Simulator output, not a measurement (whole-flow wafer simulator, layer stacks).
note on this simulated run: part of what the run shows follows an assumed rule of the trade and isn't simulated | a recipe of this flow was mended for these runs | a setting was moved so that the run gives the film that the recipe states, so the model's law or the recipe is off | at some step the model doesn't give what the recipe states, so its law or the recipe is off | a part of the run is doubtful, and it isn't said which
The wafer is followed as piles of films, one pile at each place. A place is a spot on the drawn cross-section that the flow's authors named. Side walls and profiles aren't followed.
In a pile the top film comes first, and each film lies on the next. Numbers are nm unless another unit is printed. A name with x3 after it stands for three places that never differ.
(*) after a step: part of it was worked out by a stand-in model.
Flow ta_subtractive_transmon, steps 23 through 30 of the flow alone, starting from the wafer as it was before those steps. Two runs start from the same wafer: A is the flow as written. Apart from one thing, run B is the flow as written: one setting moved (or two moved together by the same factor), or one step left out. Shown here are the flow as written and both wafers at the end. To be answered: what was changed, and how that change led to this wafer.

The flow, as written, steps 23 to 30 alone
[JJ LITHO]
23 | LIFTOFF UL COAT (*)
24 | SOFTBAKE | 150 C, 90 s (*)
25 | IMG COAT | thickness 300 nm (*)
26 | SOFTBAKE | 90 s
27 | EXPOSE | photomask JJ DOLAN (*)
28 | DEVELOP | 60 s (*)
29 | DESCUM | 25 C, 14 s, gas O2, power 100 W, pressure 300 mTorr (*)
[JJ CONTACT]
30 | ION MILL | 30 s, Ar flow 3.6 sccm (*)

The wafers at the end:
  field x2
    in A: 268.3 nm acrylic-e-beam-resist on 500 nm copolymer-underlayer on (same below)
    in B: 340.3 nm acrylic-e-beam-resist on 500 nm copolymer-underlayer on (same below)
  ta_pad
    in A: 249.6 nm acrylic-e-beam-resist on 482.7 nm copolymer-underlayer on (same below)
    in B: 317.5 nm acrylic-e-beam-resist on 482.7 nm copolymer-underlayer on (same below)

Cause: step 25, IMG COAT: thickness 372 nm was run, while the flow as written has thickness 300 nm.

The path from the change to this, step by step:
  25 | IMG COAT | thickness 300 nm (*)
      field x2, jj_line: A acrylic-e-beam-resist gains 300 (new film) | B acrylic-e-beam-resist gains 372 (new film)
      lead: A acrylic-e-beam-resist gains 312.5 (new film) | B acrylic-e-beam-resist gains 386.7 (new film)
      (and at 2 other places as well)
  28 | DEVELOP | 60 s (*)
      jj_line: A acrylic-e-beam-resist loses 300 (all of it), copolymer-underlayer loses 500 (all of it) | B acrylic-e-beam-resist loses 372 (all of it), copolymer-underlayer loses 500 (all of it)
      lead: A acrylic-e-beam-resist loses 312.5 (all of it), copolymer-underlayer loses 554.7 (all of it) | B acrylic-e-beam-resist loses 386.7 (all of it), copolymer-underlayer loses 554.7 (all of it)
      (and at 1 other place as well)
